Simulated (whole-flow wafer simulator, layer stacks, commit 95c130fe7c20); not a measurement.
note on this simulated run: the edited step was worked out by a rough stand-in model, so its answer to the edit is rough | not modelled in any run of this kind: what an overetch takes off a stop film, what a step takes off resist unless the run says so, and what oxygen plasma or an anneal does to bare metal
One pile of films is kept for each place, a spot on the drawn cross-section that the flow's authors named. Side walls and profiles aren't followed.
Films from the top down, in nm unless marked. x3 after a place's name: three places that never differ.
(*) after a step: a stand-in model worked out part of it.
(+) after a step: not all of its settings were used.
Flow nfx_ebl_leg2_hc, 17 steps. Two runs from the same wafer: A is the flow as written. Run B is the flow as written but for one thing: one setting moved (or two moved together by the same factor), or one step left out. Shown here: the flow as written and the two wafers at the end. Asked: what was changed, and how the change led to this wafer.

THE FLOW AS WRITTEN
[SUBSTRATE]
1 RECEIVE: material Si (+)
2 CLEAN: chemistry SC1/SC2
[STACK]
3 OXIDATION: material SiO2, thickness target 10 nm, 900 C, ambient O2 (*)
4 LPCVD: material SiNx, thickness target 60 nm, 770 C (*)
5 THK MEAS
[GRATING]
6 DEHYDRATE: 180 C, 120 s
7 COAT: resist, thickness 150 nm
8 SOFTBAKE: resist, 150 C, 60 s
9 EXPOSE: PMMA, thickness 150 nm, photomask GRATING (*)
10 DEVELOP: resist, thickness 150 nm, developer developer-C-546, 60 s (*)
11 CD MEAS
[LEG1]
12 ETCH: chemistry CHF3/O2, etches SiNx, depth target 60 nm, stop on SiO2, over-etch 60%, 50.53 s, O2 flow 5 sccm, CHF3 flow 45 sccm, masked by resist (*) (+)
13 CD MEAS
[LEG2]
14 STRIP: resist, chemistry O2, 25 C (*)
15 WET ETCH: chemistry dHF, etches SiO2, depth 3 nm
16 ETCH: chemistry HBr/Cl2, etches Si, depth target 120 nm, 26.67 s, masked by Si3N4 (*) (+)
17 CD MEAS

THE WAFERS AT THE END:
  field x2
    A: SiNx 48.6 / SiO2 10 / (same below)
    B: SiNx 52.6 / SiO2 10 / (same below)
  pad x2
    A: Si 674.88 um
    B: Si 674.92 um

The cause: step 16, ETCH: depth target 78 nm was run, where the flow has depth target 120 nm; step 16, ETCH: 17.33 s was run, where the flow has 26.67 s.

How the change led to this, step by step:
  16 ETCH: chemistry HBr/Cl2, etches Si, depth target 120 nm, 26.67 s, masked by Si3N4 (*) (+)
      field x2: A SiNx -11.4 | B SiNx -7.43
      pad x2: A Si -120 | B Si -78
